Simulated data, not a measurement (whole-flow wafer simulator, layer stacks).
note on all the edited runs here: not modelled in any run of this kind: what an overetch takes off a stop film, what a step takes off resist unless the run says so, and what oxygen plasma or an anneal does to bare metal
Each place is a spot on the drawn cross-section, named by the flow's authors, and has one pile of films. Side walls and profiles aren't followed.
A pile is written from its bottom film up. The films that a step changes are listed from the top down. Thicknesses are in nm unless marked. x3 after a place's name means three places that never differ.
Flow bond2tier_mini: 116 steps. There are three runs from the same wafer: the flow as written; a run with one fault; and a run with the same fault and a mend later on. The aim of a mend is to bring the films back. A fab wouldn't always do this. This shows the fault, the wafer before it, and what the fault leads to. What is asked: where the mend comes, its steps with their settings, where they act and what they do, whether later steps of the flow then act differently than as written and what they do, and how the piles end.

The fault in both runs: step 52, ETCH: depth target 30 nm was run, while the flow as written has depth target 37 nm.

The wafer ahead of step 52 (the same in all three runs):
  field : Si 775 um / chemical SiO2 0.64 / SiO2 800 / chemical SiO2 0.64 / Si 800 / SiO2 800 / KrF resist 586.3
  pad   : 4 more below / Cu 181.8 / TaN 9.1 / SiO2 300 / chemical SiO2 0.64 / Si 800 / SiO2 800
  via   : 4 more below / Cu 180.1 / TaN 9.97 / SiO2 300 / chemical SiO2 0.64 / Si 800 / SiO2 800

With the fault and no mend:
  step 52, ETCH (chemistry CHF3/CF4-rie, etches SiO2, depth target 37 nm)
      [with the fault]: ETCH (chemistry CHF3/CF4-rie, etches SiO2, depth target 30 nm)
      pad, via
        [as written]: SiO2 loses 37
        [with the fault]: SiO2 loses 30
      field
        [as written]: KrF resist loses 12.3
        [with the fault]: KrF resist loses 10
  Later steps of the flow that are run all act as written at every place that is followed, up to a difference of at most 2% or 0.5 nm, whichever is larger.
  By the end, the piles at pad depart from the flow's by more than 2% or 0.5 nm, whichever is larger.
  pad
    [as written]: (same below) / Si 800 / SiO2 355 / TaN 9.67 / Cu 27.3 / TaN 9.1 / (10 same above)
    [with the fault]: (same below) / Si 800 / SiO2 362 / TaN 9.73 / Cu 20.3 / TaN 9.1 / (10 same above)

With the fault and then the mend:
  The mend follows step 52.
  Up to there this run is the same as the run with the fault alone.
  step 52a, ETCH (chemistry CHF3/CF4-rie, etches SiO2, depth target 7 nm) (a further turn of the flow's step 52, with different settings)
      pad, via
        SiO2 loses 7
      field
        KrF resist loses 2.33
  Later steps of the flow that are run all act as written at every place that is followed.
  By the end, the piles equal the flow's at every place that both follow.
